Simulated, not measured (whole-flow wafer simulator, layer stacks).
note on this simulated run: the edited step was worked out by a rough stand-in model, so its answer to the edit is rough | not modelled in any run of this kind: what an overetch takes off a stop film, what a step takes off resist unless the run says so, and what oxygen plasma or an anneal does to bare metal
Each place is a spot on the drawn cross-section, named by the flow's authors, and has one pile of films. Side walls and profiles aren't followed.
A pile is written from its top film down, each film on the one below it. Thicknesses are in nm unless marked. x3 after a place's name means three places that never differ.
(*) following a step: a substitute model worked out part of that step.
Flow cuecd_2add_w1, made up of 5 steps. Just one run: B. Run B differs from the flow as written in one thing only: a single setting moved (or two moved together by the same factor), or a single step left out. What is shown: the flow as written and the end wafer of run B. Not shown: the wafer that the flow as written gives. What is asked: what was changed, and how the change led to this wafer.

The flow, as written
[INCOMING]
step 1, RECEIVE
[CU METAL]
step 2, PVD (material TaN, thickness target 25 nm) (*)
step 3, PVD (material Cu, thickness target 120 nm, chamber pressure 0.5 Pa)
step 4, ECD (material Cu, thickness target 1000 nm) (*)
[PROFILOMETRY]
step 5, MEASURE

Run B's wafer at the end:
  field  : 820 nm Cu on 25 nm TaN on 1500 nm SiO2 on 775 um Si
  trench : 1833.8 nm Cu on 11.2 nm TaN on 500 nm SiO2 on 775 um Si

What caused this: step 4, ECD: thickness target 700 nm was run, while the flow as written has thickness target 1000 nm.

The path from the change to this, step by step:
  step 4, ECD (material Cu, thickness target 1000 nm) (*)
      field: +700 Cu (as written it would have been: +1000 Cu)
      trench: +1780.2 Cu (as written it would have been: +2080.2 Cu)
